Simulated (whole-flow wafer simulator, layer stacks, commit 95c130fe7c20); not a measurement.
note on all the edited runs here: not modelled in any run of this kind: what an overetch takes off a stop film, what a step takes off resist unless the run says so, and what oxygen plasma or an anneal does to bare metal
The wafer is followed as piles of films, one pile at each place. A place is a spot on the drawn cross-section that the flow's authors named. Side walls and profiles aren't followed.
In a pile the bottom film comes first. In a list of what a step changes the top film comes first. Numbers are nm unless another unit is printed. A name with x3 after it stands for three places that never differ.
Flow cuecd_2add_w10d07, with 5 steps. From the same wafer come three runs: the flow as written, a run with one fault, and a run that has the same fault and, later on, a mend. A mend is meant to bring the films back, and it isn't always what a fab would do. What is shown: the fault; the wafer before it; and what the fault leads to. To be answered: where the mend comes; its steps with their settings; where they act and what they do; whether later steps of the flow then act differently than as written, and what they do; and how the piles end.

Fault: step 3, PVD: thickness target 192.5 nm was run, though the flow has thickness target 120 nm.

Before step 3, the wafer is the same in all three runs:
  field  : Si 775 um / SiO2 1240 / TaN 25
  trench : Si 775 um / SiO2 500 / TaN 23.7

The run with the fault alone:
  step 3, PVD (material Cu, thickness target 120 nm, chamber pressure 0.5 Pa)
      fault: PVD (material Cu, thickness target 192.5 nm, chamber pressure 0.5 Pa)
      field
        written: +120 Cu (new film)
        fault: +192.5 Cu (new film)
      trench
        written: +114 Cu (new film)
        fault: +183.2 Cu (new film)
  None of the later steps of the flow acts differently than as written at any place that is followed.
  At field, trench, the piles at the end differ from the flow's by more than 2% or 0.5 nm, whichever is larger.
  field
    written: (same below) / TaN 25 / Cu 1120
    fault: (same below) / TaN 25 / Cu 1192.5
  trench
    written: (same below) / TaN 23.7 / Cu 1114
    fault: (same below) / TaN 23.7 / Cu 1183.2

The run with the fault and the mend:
  The mend follows step 3.
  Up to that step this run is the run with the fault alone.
  step 3a, ETCH (chemistry cu recess dil, depth target 70.87 nm)
      field, trench
        -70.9 Cu
  None of the later steps of the flow acts differently than as written at any place that is followed.
  At the end the piles are close to the flow's at the places that both follow, differing by at most 2% or 0.5 nm, whichever is larger.
